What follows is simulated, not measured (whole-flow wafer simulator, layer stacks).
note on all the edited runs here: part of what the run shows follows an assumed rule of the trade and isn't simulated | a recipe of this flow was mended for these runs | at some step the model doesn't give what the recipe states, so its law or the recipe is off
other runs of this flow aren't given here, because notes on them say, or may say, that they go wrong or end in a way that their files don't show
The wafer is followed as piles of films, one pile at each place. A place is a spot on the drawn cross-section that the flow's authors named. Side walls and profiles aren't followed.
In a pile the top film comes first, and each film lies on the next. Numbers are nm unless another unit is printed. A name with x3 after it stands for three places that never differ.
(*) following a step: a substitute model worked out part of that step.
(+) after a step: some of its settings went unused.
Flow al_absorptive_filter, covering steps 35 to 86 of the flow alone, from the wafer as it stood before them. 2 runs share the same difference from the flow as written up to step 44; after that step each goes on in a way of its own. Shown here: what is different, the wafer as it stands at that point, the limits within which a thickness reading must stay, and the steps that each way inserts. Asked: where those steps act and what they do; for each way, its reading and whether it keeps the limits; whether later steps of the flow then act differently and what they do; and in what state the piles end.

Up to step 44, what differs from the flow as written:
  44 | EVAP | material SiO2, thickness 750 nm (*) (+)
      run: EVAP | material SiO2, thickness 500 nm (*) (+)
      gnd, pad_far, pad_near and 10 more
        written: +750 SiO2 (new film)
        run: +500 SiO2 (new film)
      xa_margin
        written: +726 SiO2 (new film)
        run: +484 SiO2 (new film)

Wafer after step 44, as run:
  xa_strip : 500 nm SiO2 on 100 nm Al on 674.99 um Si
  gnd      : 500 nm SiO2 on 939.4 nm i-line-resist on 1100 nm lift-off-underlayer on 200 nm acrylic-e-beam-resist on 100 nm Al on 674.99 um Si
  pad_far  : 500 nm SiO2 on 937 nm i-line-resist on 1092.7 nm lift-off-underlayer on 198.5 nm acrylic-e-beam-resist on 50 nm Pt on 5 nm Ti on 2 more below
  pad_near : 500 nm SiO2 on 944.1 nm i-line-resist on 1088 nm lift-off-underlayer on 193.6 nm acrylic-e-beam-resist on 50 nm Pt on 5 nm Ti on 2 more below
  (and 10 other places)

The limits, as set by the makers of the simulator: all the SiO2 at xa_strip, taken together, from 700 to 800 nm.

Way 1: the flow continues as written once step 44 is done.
  The reading taken after step 44 is 500 nm, which is outside the limits.
  Steps further on in the flow that do not act as written:
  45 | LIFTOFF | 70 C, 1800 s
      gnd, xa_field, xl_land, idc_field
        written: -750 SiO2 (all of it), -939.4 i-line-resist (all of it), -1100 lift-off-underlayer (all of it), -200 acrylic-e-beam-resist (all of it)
        way: -500 SiO2 (all of it), -939.4 i-line-resist (all of it), -1100 lift-off-underlayer (all of it), -200 acrylic-e-beam-resist (all of it)
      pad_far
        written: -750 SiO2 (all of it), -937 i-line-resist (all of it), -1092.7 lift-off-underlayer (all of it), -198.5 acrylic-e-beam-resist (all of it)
        way: -500 SiO2 (all of it), -937 i-line-resist (all of it), -1092.7 lift-off-underlayer (all of it), -198.5 acrylic-e-beam-resist (all of it)
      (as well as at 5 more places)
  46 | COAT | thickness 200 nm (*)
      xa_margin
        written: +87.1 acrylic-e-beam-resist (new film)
        way: +99.2 acrylic-e-beam-resist (new film)
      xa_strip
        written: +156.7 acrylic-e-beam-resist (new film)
        way: +175 acrylic-e-beam-resist (new film)
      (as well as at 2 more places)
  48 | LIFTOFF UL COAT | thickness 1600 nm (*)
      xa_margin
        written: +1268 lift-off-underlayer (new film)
        way: +1393.1 lift-off-underlayer (new film)
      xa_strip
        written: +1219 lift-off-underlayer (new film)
        way: +1329.3 lift-off-underlayer (new film)
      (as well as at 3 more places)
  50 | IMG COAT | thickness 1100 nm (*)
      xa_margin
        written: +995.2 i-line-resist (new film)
        way: +1036.5 i-line-resist (new film)
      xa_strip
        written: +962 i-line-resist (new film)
        way: +1015.4 i-line-resist (new film)
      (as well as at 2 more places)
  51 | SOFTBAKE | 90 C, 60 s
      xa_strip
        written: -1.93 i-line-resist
        way: -1.21 i-line-resist
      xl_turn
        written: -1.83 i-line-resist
        way: -1.11 i-line-resist
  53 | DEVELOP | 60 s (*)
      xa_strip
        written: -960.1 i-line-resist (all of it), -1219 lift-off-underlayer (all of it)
        way: -1014.2 i-line-resist (all of it), -1329.3 lift-off-underlayer (all of it)
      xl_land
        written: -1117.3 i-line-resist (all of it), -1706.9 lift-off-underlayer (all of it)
        way: -1110.2 i-line-resist (all of it), -1666 lift-off-underlayer (all of it)
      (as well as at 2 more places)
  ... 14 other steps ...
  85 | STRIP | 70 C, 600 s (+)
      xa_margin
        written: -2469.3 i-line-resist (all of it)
        way: -2668.7 i-line-resist (all of it)
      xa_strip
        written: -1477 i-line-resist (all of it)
        way: -1681.9 i-line-resist (all of it)
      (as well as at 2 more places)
  At xa_margin, xa_strip, xl_gap, xl_turn, the piles at the end differ from the flow's by more than 2% or 0.5 nm, whichever is larger.
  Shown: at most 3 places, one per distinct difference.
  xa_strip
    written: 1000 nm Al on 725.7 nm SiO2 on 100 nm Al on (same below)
    way: 1000 nm Al on 475.7 nm SiO2 on 100 nm Al on (same below)
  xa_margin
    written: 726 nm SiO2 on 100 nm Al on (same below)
    way: 484 nm SiO2 on 100 nm Al on (same below)
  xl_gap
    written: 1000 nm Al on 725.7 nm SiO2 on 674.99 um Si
    way: 1000 nm Al on 475.7 nm SiO2 on 674.99 um Si

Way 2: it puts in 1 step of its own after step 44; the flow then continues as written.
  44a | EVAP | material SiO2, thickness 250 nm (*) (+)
      gnd, pad_far, pad_near and 10 more
        +250 SiO2
      xa_margin
        +241.9 SiO2
  The reading taken after step 44a is 750 nm, which is within the limits.
  Steps further on in the flow that do not act as written (not shown: 12 more steps that differ only slightly, by at most 2% or 0.5 nm, whichever is larger):
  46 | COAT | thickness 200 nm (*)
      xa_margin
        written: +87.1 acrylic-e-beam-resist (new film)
        way: +81.7 acrylic-e-beam-resist (new film)
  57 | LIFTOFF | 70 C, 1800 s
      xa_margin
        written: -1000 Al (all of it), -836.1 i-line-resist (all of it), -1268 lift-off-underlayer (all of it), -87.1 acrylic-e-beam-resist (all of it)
        way: -1000 Al (all of it), -836.8 i-line-resist (all of it), -1272.3 lift-off-underlayer (all of it), -81.7 acrylic-e-beam-resist (all of it)
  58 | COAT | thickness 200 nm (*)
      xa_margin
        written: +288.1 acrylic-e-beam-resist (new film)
        way: +311.7 acrylic-e-beam-resist (new film)
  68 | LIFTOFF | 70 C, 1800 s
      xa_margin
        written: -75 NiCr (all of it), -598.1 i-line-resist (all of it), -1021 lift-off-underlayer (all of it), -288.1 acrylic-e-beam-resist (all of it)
        way: -75 NiCr (all of it), -597.1 i-line-resist (all of it), -1000.7 lift-off-underlayer (all of it), -311.7 acrylic-e-beam-resist (all of it)
  The piles end only slightly different from the flow's at the places that both follow, by no more than 2% or 0.5 nm, whichever is larger.

Inside the limits: way 2. Outside the limits: way 1.
